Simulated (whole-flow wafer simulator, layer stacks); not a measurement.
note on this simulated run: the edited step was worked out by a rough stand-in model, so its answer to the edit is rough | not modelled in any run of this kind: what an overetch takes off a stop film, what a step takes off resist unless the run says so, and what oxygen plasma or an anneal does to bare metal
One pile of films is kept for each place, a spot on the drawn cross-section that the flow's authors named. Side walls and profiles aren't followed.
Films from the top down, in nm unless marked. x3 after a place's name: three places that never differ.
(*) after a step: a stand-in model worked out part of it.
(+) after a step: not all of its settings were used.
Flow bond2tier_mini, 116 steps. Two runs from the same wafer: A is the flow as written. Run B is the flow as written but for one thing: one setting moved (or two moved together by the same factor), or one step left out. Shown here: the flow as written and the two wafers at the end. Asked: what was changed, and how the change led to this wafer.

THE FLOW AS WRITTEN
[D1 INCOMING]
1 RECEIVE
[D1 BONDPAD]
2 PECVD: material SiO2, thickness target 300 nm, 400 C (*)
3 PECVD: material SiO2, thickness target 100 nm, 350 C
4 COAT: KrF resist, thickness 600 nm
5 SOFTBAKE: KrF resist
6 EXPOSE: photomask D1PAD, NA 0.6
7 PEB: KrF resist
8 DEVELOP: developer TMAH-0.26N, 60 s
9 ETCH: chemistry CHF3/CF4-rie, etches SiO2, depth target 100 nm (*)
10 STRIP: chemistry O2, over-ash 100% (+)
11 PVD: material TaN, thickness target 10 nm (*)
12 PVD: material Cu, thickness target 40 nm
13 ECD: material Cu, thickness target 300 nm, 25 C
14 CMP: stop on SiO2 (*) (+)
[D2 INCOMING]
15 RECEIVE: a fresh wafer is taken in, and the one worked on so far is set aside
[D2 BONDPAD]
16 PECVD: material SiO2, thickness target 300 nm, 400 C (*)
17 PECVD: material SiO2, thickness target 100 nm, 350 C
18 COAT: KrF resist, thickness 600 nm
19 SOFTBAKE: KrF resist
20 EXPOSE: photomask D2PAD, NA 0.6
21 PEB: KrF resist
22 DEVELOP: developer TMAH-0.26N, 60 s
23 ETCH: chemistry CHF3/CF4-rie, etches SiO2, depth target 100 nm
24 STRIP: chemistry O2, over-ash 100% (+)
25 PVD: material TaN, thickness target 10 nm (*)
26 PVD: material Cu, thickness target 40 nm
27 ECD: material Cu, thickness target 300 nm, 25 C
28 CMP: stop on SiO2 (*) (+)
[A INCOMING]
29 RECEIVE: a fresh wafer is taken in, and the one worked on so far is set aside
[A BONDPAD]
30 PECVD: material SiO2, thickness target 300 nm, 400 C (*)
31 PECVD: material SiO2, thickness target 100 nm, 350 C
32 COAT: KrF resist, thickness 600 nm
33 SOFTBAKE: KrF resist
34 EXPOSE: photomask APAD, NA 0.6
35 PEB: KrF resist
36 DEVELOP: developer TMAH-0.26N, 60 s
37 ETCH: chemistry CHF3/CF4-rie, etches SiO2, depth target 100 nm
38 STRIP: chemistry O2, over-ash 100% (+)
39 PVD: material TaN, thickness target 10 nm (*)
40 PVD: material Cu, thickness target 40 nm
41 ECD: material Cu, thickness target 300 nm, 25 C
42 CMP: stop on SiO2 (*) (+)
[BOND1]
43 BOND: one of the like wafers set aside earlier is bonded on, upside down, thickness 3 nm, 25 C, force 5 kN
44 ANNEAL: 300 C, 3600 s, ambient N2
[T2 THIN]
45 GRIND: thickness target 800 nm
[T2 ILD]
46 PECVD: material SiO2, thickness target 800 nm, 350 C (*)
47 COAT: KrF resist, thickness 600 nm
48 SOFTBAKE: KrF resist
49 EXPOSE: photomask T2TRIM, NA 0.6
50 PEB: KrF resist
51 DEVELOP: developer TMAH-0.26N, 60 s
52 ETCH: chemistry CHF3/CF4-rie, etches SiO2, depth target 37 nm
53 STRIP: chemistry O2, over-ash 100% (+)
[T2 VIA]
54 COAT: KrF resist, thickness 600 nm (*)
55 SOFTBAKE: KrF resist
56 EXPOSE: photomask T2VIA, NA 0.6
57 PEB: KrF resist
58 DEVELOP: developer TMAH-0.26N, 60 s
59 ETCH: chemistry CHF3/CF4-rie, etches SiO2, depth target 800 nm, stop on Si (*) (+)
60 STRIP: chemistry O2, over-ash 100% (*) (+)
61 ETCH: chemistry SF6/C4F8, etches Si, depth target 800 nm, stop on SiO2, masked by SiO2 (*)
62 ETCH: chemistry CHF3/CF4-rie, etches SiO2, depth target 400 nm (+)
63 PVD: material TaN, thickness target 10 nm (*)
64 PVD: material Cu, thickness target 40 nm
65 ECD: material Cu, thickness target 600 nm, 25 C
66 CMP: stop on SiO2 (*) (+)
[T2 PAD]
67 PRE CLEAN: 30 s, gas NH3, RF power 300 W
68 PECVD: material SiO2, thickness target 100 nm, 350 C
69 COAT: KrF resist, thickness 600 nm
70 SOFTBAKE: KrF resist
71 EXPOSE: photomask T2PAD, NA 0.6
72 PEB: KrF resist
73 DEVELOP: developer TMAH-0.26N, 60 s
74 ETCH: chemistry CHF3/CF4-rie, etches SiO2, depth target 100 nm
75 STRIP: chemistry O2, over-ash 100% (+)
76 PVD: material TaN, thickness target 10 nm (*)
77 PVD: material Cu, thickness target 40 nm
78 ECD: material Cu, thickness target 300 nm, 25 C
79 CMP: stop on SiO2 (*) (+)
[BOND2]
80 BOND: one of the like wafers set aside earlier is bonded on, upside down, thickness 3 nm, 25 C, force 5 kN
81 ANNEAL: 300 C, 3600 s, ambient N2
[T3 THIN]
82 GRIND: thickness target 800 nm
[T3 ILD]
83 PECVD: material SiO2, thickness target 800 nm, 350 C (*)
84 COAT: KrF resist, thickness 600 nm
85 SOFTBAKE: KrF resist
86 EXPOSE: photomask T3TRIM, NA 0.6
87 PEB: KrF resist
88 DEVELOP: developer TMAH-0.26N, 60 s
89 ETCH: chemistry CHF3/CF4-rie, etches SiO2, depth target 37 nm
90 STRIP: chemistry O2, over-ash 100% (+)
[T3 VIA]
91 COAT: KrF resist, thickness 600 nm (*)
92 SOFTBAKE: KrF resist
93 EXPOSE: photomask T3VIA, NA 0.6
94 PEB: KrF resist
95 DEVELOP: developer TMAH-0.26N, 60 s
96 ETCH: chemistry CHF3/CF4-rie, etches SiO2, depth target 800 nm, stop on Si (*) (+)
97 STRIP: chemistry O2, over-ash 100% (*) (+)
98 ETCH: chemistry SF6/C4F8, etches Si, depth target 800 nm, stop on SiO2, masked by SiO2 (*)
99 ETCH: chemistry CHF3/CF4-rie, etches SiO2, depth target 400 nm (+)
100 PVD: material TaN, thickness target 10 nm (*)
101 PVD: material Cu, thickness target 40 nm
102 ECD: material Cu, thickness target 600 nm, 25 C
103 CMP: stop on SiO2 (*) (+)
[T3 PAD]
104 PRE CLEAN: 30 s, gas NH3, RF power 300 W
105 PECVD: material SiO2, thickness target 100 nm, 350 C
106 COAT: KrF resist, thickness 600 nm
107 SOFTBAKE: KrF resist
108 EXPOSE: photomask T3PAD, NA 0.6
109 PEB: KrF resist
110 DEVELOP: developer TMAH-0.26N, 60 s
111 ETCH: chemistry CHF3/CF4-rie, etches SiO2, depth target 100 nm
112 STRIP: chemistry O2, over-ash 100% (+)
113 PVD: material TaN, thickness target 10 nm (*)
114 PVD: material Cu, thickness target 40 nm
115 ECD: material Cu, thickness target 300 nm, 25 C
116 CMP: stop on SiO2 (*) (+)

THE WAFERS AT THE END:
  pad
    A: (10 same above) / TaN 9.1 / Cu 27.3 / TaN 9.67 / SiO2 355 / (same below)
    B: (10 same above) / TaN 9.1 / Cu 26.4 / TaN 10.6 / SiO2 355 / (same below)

The cause: step 63, PVD: thickness target 11 nm was run, where the flow has thickness target 10 nm.

How the change led to this, step by step:
  63 PVD: material TaN, thickness target 10 nm (*)
      field: A TaN +10 (new film) | B TaN +11 (new film)
      pad: A TaN +9.67 (new film) | B TaN +10.6 (new film)
  66 CMP: stop on SiO2 (*) (+)
      field: A Cu -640 (all of it), TaN -10 (all of it) | B Cu -640 (all of it), TaN -11 (all of it)
